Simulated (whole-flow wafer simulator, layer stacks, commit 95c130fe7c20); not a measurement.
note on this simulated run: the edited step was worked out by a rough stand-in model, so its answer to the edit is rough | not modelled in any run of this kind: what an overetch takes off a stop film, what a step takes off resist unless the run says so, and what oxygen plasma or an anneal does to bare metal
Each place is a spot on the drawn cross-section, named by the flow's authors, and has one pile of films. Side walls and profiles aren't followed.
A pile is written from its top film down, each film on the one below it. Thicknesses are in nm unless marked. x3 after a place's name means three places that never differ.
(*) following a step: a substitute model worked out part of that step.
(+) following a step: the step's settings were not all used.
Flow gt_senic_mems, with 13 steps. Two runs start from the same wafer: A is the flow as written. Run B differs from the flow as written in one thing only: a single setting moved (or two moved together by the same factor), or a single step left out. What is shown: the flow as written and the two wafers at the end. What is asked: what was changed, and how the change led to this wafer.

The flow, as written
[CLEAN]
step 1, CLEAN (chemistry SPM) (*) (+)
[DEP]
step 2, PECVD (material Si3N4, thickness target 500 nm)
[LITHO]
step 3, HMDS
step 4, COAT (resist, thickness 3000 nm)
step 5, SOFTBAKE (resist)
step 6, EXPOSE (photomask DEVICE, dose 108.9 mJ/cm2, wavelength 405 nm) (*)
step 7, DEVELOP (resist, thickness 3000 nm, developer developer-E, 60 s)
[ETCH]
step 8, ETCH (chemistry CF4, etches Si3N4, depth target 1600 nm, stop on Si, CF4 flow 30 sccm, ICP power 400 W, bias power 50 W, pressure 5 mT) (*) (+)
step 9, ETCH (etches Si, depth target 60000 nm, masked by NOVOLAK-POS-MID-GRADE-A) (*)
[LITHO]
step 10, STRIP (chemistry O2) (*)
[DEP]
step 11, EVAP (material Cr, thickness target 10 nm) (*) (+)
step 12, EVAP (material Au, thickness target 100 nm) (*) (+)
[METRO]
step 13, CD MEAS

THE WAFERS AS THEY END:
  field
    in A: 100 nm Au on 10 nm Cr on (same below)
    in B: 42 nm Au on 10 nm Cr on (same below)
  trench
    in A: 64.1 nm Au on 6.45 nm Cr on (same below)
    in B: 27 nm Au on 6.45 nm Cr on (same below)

The reason: step 12, EVAP: thickness target 42 nm was run, though the flow has thickness target 100 nm.
The wafer itself shows it: field has Au 42, and step 12 as written asks for 100 nm.

The path from the change to this, step by step:
  step 12, EVAP (material Au, thickness target 100 nm) (*) (+)
      field: A +100 Au (new film) | B +42 Au (new film)
      trench: A +64.1 Au (new film) | B +27 Au (new film)
